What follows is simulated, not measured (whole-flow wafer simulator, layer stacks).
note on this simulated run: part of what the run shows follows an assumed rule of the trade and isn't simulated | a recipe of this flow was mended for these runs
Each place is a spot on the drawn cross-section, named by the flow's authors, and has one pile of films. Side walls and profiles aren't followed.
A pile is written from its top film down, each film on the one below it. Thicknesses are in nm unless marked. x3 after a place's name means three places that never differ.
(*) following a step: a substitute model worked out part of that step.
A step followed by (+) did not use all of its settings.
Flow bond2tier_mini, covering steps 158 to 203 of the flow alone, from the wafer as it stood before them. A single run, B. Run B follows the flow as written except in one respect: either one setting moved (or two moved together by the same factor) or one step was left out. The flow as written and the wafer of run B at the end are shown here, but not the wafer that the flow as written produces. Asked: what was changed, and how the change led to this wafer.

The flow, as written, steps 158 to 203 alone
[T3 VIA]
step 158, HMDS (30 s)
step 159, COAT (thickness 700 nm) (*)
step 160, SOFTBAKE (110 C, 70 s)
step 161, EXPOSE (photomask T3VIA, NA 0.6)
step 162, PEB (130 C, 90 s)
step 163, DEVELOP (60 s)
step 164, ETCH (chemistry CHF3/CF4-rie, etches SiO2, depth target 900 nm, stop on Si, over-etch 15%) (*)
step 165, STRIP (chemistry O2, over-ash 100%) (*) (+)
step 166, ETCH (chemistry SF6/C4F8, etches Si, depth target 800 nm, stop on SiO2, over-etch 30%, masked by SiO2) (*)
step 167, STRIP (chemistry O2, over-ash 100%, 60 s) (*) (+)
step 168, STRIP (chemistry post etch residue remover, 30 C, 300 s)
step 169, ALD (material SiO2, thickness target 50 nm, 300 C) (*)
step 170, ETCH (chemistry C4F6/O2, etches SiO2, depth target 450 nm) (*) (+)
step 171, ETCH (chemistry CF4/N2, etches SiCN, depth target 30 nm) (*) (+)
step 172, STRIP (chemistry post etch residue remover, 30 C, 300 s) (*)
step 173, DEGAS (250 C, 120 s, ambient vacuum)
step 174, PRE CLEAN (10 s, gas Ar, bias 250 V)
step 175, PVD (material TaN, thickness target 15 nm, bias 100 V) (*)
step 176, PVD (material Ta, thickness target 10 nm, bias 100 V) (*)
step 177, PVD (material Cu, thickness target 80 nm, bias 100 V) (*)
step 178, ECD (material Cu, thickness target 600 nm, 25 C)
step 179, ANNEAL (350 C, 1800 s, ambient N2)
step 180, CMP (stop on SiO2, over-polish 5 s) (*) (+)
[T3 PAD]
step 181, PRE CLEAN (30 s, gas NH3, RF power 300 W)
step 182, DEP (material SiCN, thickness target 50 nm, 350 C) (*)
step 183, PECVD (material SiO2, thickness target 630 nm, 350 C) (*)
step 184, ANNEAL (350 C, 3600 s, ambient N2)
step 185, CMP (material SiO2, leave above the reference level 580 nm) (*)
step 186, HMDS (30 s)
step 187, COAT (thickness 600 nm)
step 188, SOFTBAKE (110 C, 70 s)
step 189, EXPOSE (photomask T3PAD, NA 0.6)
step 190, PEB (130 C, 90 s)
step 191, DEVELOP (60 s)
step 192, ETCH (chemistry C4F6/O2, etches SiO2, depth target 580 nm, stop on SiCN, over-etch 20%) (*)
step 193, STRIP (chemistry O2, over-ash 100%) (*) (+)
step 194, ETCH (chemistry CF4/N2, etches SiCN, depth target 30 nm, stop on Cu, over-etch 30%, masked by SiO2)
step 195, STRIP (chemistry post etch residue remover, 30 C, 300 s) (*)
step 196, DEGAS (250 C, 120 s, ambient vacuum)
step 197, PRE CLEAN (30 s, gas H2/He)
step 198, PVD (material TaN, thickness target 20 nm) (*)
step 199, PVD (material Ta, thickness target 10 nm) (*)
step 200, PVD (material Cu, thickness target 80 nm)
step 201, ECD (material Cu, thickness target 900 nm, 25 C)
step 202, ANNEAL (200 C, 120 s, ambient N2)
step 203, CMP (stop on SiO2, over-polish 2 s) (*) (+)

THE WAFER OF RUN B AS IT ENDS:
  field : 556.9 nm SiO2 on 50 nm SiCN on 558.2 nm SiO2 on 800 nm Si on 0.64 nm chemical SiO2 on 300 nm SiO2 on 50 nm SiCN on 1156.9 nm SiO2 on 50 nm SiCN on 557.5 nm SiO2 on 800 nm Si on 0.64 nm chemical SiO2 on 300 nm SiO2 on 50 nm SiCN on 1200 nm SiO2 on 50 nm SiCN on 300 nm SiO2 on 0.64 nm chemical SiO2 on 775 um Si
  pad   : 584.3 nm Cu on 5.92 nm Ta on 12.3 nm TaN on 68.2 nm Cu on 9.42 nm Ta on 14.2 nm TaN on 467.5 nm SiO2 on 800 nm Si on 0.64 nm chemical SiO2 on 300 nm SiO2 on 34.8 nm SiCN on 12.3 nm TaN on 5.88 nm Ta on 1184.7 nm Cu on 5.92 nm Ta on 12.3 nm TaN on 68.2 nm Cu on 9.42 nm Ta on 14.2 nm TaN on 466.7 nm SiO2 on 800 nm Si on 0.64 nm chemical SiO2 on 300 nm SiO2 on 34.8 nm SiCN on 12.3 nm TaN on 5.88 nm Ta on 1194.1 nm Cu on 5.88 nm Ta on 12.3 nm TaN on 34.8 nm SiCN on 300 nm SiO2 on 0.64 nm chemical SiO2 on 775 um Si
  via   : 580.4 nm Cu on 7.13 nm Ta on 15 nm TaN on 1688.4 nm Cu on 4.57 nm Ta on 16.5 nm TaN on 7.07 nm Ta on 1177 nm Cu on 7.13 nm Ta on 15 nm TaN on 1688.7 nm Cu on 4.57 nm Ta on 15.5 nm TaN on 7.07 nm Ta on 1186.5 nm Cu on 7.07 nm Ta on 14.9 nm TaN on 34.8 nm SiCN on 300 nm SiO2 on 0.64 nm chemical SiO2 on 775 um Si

The reason: step 174, PRE CLEAN: bias 175 V was run, while the flow as written has bias 250 V.

The path from the change to this, step by step:
  step 174, PRE CLEAN (10 s, gas Ar, bias 250 V)
      field, pad: -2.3 SiO2 (it would be, as written: -3 SiO2)
      via: -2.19 TaN (it would be, as written: -3.19 TaN)
